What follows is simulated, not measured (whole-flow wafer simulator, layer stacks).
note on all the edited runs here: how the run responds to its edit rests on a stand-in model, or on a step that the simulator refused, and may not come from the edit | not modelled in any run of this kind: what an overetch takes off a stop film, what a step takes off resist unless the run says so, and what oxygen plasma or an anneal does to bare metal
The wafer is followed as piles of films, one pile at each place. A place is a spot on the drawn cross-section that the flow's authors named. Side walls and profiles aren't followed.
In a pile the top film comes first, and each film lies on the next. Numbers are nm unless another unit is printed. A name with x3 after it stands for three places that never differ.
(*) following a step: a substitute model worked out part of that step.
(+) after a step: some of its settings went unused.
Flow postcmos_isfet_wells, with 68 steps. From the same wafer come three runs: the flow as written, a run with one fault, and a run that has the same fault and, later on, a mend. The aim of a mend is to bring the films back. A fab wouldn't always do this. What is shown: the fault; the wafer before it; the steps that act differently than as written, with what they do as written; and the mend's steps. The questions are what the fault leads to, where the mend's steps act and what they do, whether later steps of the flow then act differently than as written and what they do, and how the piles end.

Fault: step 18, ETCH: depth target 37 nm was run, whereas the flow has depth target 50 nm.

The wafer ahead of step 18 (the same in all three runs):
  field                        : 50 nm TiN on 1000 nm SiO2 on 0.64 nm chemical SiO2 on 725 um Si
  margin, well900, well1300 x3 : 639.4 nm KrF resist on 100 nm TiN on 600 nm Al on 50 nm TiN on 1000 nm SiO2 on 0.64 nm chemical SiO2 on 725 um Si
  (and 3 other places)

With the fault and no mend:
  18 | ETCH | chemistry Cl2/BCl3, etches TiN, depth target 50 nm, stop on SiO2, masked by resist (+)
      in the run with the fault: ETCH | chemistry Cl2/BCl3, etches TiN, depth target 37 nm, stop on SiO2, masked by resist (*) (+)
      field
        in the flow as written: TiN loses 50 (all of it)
        in the run with the fault: TiN loses 37
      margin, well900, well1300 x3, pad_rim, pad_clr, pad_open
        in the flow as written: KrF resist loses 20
        in the run with the fault: KrF resist loses 14.8
  Later steps of the flow acting differently than as written (not shown: 2 more steps that differ only slightly, by at most 2% or 0.5 nm, whichever is larger):
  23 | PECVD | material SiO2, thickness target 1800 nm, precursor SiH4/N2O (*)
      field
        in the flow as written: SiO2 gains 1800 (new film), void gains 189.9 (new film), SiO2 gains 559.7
        in the run with the fault: SiO2 gains 1800 (new film), void gains 180.4 (new film), SiO2 gains 556.6 (new film)
  At field, the piles at the end differ from the flow's by more than 2% or 0.5 nm, whichever is larger.
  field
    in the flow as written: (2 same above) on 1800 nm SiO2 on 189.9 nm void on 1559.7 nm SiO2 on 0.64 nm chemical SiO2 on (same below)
    in the run with the fault: (2 same above) on 1800 nm SiO2 on 180.4 nm void on 556.6 nm SiO2 on 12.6 nm TiN on 1000 nm SiO2 on 0.64 nm chemical SiO2 on (same below)

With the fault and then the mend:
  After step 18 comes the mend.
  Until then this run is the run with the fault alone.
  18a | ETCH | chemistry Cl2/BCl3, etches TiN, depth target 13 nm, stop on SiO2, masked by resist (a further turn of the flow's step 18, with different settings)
      margin, well900, well1300 x3, pad_rim, pad_clr, pad_open
        KrF resist loses 5.2
      field
        TiN loses 13 (all of it)
  None of the later steps of the flow acts differently than as written at any place that is followed.
  At every place that both follow, the piles at the end match the flow's.
